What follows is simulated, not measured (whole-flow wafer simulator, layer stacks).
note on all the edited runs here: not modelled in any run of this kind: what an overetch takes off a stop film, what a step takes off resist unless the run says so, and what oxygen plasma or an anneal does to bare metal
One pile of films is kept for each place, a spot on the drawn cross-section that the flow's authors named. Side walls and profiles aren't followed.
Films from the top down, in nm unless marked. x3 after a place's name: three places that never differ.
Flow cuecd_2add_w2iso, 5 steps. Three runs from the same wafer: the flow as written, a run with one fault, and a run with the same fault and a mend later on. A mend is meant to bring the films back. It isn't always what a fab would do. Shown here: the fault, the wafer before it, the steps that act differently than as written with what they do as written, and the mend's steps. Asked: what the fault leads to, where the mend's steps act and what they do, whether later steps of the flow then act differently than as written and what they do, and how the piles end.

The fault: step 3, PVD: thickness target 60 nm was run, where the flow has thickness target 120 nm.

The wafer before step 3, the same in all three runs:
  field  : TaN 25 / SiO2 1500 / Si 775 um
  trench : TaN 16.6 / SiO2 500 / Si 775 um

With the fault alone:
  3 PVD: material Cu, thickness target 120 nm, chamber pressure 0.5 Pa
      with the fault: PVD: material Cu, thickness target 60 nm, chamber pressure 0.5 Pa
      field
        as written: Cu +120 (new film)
        with the fault: Cu +60 (new film)
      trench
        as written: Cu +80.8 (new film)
        with the fault: Cu +40.6 (new film)
  No later step of the flow acts differently than as written, at any place that is followed, by more than 2% or 0.5 nm, whichever is larger.
  At the end the piles differ from the flow's by more than 2% or 0.5 nm, whichever is larger, at field, trench.
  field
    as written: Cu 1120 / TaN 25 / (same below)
    with the fault: Cu 1060 / TaN 25 / (same below)
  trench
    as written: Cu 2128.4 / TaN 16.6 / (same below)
    with the fault: Cu 2068.4 / TaN 16.6 / (same below)

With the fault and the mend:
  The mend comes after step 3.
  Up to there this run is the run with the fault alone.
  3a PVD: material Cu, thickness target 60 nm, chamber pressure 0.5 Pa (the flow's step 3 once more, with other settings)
      field
        Cu +60
      trench
        Cu +39.8
  No later step of the flow acts differently than as written, at any place that is followed, by more than 2% or 0.5 nm, whichever is larger.
  At the end the piles are the same as the flow's at every place that both follow.
